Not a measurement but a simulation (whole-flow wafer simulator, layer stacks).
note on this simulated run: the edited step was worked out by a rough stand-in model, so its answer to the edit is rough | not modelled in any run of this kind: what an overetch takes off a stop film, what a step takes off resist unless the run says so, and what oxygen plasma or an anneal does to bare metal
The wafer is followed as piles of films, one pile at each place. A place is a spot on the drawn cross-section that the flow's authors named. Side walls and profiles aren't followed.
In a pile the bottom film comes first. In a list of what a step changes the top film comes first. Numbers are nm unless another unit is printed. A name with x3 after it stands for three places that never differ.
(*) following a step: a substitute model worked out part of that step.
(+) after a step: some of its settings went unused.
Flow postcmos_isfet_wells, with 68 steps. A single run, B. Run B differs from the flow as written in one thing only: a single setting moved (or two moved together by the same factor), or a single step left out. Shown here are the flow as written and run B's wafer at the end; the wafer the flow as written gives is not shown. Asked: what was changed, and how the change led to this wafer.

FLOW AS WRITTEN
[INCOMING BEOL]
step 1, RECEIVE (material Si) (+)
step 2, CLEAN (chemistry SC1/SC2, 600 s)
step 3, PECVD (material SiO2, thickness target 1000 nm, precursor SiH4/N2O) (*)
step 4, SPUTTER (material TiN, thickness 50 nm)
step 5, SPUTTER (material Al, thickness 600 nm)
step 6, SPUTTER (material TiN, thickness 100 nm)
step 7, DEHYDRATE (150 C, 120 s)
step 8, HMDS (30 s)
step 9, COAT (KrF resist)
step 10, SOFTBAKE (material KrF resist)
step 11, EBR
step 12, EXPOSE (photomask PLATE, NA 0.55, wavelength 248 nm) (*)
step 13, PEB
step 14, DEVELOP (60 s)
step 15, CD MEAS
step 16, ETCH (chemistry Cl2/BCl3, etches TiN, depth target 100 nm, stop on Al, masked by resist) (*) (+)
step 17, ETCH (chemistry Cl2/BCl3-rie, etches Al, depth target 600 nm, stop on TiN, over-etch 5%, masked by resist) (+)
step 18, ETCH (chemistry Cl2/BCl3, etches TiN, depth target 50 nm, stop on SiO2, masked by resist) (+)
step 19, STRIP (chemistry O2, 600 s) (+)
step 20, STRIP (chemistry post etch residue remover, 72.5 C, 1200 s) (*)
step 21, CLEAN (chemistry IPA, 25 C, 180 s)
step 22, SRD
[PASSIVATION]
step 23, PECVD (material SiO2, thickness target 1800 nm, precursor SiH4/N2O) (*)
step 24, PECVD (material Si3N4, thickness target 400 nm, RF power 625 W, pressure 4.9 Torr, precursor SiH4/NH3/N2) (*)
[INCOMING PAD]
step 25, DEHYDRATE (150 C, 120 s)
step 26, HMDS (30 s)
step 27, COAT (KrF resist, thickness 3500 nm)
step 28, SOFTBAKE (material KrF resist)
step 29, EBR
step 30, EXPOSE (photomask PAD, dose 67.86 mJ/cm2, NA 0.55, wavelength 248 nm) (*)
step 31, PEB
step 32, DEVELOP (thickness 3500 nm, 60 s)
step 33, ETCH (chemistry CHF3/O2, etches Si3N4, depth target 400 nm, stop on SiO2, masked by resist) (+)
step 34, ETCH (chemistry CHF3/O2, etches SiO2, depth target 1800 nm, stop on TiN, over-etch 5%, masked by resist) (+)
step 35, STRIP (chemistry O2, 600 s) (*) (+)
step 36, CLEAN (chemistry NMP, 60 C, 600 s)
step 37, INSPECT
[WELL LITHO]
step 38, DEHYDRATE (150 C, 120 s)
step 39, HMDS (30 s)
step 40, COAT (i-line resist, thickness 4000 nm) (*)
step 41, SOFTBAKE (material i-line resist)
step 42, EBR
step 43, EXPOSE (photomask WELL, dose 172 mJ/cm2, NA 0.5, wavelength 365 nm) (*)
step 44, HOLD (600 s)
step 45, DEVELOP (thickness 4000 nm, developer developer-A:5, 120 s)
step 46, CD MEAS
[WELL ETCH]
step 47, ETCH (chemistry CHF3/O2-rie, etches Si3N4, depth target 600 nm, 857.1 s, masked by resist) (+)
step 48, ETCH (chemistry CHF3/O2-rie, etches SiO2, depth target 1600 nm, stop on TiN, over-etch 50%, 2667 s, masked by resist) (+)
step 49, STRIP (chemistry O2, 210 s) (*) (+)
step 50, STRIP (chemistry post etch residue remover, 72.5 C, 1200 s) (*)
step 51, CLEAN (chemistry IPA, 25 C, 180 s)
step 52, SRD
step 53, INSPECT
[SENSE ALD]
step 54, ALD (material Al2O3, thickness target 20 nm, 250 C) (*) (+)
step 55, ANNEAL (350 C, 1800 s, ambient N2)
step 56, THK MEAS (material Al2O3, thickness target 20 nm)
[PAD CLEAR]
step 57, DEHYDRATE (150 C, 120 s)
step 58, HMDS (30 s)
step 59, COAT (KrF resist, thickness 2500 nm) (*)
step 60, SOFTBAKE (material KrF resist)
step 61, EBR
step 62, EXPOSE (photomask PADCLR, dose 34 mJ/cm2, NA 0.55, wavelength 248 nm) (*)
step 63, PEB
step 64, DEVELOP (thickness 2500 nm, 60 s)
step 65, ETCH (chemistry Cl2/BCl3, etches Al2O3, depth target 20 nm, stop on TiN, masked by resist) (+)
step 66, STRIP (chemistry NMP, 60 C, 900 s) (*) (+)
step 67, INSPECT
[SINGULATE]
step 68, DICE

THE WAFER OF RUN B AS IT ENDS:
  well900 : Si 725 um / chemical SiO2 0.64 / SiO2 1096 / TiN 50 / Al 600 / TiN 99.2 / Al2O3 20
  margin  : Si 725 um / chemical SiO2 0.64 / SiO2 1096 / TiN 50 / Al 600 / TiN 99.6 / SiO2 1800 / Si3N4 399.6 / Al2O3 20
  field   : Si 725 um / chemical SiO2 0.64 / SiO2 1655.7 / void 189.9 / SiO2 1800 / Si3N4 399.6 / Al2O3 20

The reason: step 3, PECVD: thickness target 1096 nm was run, while the flow as written has thickness target 1000 nm.
The wafer lets one read it off: well900 has SiO2 1096, and step 3 as written asks for 1000 nm.

The path from the change to this, step by step:
  step 3, PECVD (material SiO2, thickness target 1000 nm, precursor SiH4/N2O) (*)
      field, margin, well900, well1300 x3, pad_rim, pad_clr, pad_open: +1096 SiO2 (new film) (in the flow as written it would be: +1000 SiO2 (new film))
